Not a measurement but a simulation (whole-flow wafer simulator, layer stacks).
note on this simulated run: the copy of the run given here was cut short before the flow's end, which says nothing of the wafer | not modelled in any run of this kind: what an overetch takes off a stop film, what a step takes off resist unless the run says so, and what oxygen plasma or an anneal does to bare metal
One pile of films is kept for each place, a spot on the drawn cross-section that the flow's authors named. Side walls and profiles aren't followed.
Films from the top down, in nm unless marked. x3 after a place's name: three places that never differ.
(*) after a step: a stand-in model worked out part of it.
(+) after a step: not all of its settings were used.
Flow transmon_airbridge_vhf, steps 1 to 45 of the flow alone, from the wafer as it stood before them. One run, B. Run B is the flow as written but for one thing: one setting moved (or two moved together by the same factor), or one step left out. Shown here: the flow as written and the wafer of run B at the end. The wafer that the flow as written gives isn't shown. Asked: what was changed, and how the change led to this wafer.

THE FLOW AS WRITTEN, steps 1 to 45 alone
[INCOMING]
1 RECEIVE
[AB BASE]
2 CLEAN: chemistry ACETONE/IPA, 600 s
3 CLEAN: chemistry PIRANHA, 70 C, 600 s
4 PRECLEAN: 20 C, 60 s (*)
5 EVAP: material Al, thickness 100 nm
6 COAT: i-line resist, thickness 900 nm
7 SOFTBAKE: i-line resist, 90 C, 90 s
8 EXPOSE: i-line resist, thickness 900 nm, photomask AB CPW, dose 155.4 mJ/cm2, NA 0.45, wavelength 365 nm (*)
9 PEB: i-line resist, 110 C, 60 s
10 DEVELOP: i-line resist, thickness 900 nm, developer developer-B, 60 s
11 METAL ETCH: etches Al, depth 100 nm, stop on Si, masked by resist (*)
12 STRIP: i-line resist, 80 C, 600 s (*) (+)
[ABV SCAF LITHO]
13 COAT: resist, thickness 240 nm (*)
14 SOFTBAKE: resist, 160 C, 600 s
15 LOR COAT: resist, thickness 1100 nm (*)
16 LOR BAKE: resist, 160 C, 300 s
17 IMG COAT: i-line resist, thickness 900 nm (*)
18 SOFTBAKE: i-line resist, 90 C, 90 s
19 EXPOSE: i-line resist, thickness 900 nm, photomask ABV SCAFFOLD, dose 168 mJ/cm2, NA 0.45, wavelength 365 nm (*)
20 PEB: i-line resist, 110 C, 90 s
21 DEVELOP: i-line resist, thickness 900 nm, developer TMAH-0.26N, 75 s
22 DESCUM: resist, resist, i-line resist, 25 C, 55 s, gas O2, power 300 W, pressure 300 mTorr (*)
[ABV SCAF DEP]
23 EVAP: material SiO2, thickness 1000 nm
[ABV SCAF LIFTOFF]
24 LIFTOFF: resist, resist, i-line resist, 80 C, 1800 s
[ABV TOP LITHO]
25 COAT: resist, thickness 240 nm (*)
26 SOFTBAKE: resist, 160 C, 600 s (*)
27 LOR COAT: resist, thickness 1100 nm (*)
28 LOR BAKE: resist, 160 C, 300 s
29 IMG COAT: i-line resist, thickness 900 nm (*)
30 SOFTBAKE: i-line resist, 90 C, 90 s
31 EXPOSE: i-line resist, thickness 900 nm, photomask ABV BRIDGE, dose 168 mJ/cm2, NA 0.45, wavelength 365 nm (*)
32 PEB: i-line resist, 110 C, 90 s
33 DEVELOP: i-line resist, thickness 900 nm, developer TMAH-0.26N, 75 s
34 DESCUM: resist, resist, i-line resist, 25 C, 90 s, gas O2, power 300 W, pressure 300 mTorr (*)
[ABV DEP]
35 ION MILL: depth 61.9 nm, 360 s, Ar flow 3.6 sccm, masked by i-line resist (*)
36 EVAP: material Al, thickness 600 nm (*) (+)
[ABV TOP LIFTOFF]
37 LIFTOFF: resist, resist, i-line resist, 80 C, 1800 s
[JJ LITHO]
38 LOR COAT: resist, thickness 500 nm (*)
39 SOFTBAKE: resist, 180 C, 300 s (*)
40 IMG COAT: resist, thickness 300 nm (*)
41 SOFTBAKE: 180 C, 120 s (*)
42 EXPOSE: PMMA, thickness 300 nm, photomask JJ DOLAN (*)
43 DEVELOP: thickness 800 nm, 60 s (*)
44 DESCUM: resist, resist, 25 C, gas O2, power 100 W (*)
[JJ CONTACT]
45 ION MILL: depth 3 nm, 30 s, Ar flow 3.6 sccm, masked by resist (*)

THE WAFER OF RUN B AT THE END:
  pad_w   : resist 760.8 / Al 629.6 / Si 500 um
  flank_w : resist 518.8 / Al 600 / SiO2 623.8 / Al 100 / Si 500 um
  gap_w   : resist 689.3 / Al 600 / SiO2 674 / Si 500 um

The cause: step 23, EVAP: thickness 710 nm was run, where the flow has thickness 1000 nm.

How the change led to this, step by step:
  23 EVAP: material SiO2, thickness 1000 nm
      field x3, jj_line, ground_far and 10 more: SiO2 +710 (new film) (as written it would be: SiO2 +1000 (new film))
      flank_w, flank_e: SiO2 +659.8 (new film) (as written it would be: SiO2 +929.3 (new film))
  24 LIFTOFF: resist, resist, i-line resist, 80 C, 1800 s
      field x3, jj_line, trace_open_s x2: SiO2 -710 (all of it), i-line resist -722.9 (all of it), resist -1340 (all of it) (as written it would be: SiO2 -1000 (all of it), i-line resist -722.9 (all of it), resist -1340 (all of it))
      pad_w, pad_e: SiO2 -710 (all of it), i-line resist -718 (all of it), resist -1330.2 (all of it) (as written it would be: SiO2 -1000 (all of it), i-line resist -718 (all of it), resist -1330.2 (all of it))
      (and at 1 more place)
  25 COAT: resist, thickness 240 nm (*)
      flank_w, flank_e: resist +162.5 (new film) (as written it would be: resist +152.6 (new film))
      gap_w, gap_e: resist +223.1 (new film) (as written it would be: resist +210.7 (new film))
      (and at 6 more places)
  27 LOR COAT: resist, thickness 1100 nm (*)
      gap_w, gap_e: resist +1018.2 (as written it would be: resist +977.8)
      margin_s, margin_n: resist +894.6 (as written it would be: resist +823.4)
      (and at 6 more places)
  29 IMG COAT: i-line resist, thickness 900 nm (*)
      gap_w, gap_e: i-line resist +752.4 (new film) (as written it would be: i-line resist +681.7 (new film))
      margin_s, margin_n: i-line resist +694.7 (new film) (as written it would be: i-line resist +603.2 (new film))
      (and at 7 more places)
  32 PEB: i-line resist, 110 C, 90 s
      pad_w, pad_e: i-line resist -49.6 (as written it would be: i-line resist -51)
      flank_w, flank_e: i-line resist -41.2 (as written it would be: i-line resist -38.3)
      (and at 7 more places)
  33 DEVELOP: i-line resist, thickness 900 nm, developer TMAH-0.26N, 75 s
      gap_w, gap_e: i-line resist -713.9 (all of it), resist -1018.2 (as written it would be: i-line resist -646.9 (all of it), resist -977.8)
      pad_w: i-line resist -912.5 (all of it), resist -1202.4 (as written it would be: i-line resist -937.2 (all of it), resist -1247.8)
      (and at 5 more places)
  34 DESCUM: resist, resist, i-line resist, 25 C, 90 s, gas O2, power 300 W, pressure 300 mTorr (*)
      flank_w, flank_e: resist -162.5 (all of it) (as written it would be: resist -152.6 (all of it))
      gap_w, gap_e: resist -223.1 (all of it) (as written it would be: resist -210.7 (all of it))
      (and at 4 more places)
  37 LIFTOFF: resist, resist, i-line resist, 80 C, 1800 s
      margin_s, margin_n: Al -600 (all of it), i-line resist -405 (all of it), resist -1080 (all of it) (as written it would be: Al -600 (all of it), i-line resist -318.3 (all of it), resist -992 (all of it))
      ground_far: Al -600 (all of it), i-line resist -681.7 (all of it), resist -1374.8 (all of it) (as written it would be: Al -600 (all of it), i-line resist -717.9 (all of it), resist -1384.9 (all of it))
  38 LOR COAT: resist, thickness 500 nm (*)
      pad_w, pad_e: resist +500.4 (new film) (as written it would be: resist +517 (new film))
      flank_w, flank_e: resist +329.2 (new film) (as written it would be: resist +306.5 (new film))
      (and at 6 more places)
  40 IMG COAT: resist, thickness 300 nm (*)
      pad_w, pad_e: resist +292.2 (as written it would be: resist +300.1)
      flank_w, flank_e: resist +221.4 (as written it would be: resist +212.1)
      (and at 6 more places)
